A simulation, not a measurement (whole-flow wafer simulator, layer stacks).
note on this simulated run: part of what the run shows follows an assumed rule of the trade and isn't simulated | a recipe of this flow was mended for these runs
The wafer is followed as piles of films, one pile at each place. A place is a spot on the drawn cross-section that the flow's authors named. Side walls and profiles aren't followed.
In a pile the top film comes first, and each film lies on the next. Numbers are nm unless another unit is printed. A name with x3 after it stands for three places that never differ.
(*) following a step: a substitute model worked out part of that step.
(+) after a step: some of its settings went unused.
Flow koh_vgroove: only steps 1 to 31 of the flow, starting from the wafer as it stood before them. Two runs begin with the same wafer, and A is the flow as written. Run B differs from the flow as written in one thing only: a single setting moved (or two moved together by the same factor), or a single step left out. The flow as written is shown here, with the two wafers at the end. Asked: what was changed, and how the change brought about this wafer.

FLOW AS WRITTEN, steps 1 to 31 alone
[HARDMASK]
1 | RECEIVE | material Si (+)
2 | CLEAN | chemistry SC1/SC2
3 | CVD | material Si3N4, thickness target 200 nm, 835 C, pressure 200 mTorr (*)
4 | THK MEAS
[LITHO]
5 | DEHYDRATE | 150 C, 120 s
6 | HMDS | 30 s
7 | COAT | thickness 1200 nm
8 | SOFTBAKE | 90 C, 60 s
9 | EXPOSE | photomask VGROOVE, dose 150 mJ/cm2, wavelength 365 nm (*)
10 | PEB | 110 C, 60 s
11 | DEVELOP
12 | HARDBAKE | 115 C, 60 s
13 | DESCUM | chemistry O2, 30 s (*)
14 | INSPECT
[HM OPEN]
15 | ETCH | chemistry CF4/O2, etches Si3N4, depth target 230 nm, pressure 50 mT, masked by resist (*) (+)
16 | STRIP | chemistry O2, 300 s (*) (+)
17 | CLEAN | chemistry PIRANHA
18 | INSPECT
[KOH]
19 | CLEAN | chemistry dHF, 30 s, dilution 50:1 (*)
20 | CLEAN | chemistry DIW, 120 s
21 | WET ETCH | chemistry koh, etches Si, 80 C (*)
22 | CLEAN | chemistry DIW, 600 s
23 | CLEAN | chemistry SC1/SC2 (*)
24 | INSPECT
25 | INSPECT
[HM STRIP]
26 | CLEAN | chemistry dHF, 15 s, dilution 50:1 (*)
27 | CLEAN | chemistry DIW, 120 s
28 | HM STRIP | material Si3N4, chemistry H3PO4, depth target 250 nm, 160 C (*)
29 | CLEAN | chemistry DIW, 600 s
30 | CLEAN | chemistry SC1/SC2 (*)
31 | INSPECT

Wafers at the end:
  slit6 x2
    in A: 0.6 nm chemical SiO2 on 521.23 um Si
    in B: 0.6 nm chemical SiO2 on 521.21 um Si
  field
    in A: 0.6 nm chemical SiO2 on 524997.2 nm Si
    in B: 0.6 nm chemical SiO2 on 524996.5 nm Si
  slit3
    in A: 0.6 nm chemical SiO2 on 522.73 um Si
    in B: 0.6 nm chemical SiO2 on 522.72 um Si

Cause: step 3, CVD: thickness target 185 nm was run, whereas the flow has thickness target 200 nm.

Step by step, how the change led to this:
  3 | CVD | material Si3N4, thickness target 200 nm, 835 C, pressure 200 mTorr (*)
      field, slit3, slit2, slit6 x2: A +200 Si3N4 (new film) | B +185 Si3N4 (new film)
  15 | ETCH | chemistry CF4/O2, etches Si3N4, depth target 230 nm, pressure 50 mT, masked by resist (*) (+)
      slit3, slit2, slit6 x2: A -200 Si3N4 (all of it), -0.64 chemical SiO2 (all of it), -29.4 Si | B -185 Si3N4 (all of it), -0.64 chemical SiO2 (all of it), -44.4 Si
  28 | HM STRIP | material Si3N4, chemistry H3PO4, depth target 250 nm, 160 C (*)
      field: A -198.7 Si3N4 (all of it), -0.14 chemical SiO2, -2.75 Si | B -183.7 Si3N4 (all of it), -0.14 chemical SiO2, -3.5 Si
